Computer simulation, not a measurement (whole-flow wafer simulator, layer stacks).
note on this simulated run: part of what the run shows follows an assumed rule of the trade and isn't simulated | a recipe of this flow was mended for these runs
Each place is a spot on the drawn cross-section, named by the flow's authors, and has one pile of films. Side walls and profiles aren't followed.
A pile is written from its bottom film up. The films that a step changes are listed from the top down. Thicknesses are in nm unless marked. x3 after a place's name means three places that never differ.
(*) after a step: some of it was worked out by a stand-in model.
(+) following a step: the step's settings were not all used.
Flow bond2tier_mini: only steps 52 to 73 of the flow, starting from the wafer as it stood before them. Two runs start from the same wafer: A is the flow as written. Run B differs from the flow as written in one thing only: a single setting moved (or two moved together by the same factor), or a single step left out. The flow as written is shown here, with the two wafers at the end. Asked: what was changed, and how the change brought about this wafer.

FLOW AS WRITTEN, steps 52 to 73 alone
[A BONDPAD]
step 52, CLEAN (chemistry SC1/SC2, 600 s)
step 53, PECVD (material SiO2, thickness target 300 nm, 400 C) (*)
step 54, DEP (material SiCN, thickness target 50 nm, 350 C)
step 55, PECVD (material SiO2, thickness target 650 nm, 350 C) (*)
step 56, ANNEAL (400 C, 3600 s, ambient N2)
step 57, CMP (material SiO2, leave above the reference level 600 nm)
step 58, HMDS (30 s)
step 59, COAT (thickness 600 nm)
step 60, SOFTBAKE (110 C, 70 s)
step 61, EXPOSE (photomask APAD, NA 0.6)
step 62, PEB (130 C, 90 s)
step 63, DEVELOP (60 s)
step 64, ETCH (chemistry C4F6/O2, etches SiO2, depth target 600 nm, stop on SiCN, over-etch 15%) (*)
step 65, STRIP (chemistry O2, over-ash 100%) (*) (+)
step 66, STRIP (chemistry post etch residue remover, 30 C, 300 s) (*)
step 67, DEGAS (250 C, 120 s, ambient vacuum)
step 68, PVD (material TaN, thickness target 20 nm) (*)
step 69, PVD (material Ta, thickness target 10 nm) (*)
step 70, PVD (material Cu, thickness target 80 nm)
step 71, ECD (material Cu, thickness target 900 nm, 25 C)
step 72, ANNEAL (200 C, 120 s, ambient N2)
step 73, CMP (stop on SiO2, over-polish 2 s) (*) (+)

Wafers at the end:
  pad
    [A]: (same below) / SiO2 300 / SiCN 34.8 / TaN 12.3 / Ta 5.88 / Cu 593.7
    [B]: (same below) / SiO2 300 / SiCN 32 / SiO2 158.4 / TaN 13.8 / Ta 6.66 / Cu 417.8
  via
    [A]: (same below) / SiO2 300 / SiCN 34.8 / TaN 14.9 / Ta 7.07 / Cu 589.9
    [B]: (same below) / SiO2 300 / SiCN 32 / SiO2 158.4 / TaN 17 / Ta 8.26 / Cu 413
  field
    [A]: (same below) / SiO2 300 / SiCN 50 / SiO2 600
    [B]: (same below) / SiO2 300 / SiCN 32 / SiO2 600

What caused this: step 54, DEP: thickness target 32 nm was run, while the flow as written has thickness target 50 nm; step 64, ETCH: depth target 384 nm was run, where the flow has depth target 600 nm.
The wafer itself shows it: field has SiCN 32, and step 54 as written asks for 50 nm.

How this came from the change, step by step:
  step 54, DEP (material SiCN, thickness target 50 nm, 350 C)
      field, pad, via: A SiCN gains 50 (new film) | B SiCN gains 32 (new film)
  step 64, ETCH (chemistry C4F6/O2, etches SiO2, depth target 600 nm, stop on SiCN, over-etch 15%) (*)
      pad, via: A SiO2 loses 600 (all of it), SiCN loses 15.2 | B SiO2 loses 441.6
      field: A thick-KrF-resist loses 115 | B thick-KrF-resist loses 73.6
  step 65, STRIP (chemistry O2, over-ash 100%) (*) (+)
      field: A thick-KrF-resist loses 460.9 (all of it) | B thick-KrF-resist loses 502.3 (all of it)
  step 68, PVD (material TaN, thickness target 20 nm) (*)
      pad: A TaN gains 12.3 (new film) | B TaN gains 13.8 (new film)
      via: A TaN gains 14.9 (new film) | B TaN gains 17 (new film)
  step 69, PVD (material Ta, thickness target 10 nm) (*)
      pad: A Ta gains 5.88 (new film) | B Ta gains 6.66 (new film)
      via: A Ta gains 7.07 (new film) | B Ta gains 8.26 (new film)
  step 70, PVD (material Cu, thickness target 80 nm)
      pad: A Cu gains 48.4 (new film) | B Cu gains 54.5 (new film)
      via: A Cu gains 59 (new film) | B Cu gains 67.8 (new film)
  step 71, ECD (material Cu, thickness target 900 nm, 25 C)
      pad: A Cu gains 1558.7 | B Cu gains 1376.7
      via: A Cu gains 1544.3 | B Cu gains 1358.5
